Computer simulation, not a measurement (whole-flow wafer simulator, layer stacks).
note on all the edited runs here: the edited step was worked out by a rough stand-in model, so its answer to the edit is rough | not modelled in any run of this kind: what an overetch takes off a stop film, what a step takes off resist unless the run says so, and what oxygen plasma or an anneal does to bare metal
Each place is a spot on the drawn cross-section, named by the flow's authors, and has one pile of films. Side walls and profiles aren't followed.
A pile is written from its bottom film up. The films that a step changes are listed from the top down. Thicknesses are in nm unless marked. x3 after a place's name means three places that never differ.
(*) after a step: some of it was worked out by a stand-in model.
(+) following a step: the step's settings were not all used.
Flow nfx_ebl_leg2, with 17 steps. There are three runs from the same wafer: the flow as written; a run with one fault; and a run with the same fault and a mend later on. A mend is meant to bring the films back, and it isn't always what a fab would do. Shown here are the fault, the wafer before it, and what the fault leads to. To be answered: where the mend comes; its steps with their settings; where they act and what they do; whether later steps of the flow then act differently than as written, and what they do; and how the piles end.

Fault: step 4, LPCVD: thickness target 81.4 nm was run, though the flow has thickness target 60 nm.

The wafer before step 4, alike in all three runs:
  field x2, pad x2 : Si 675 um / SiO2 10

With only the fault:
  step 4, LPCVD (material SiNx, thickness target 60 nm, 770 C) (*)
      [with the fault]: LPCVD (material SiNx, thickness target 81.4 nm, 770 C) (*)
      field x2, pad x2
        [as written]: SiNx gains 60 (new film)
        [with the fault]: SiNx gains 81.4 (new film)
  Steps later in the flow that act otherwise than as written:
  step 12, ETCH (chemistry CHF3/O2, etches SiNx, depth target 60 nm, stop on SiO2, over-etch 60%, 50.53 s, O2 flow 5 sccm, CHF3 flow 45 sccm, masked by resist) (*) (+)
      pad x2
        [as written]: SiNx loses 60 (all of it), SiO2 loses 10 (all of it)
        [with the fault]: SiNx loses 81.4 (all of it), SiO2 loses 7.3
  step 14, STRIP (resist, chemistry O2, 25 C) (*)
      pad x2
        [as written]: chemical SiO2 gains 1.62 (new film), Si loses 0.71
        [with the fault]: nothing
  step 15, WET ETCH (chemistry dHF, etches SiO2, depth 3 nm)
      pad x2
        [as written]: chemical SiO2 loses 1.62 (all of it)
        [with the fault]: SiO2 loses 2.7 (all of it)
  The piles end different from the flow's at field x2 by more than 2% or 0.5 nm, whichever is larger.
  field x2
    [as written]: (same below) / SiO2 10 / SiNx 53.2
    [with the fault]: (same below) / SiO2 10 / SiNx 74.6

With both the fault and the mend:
  The mend stands after step 5.
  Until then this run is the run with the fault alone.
  step 5a, ETCH (chemistry h3po4, depth target 21.4 nm)
      field x2, pad x2
        SiNx loses 21.4
  Every later step of the flow that is run acts as written at every place that is followed.
  By the end, the piles equal the flow's at every place that both follow.
